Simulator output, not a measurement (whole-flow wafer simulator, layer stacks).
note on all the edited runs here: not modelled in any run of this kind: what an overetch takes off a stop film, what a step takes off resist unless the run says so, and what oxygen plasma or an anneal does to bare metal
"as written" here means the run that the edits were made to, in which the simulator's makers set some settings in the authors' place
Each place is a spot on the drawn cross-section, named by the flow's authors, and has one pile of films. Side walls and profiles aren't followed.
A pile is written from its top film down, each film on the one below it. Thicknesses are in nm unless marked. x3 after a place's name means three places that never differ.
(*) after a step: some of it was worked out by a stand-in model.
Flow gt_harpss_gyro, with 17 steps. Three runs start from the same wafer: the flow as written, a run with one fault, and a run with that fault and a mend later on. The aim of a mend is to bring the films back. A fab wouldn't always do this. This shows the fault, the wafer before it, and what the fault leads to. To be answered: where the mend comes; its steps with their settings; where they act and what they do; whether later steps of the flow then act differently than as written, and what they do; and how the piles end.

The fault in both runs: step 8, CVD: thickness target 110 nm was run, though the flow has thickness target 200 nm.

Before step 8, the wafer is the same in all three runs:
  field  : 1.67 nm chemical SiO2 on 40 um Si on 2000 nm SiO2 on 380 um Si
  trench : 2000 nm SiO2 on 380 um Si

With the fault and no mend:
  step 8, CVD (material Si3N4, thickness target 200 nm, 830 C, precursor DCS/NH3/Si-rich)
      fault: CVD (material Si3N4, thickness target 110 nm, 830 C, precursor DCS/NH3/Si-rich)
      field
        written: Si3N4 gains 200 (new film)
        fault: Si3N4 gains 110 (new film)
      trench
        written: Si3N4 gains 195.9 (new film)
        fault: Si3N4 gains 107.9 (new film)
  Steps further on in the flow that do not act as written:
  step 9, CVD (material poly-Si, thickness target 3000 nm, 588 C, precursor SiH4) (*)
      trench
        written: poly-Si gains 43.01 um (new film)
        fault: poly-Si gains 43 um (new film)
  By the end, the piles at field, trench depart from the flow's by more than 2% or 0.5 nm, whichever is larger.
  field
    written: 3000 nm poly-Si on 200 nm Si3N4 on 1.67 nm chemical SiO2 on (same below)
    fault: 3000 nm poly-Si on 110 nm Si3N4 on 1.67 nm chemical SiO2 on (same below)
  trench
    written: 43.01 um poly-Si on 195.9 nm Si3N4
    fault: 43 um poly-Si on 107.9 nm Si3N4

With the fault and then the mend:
  The mend follows step 8.
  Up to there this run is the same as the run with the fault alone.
  step 8a, CVD (material Si3N4, thickness target 90 nm, 830 C, precursor DCS/NH3/Si-rich) (the flow's step 8, run once more with other settings)
      field
        Si3N4 gains 90
      trench
        Si3N4 gains 87.9
  Later steps of the flow that are run all act as written at every place that is followed.
  The piles end only slightly different from the flow's at the places that both follow, by no more than 2% or 0.5 nm, whichever is larger.
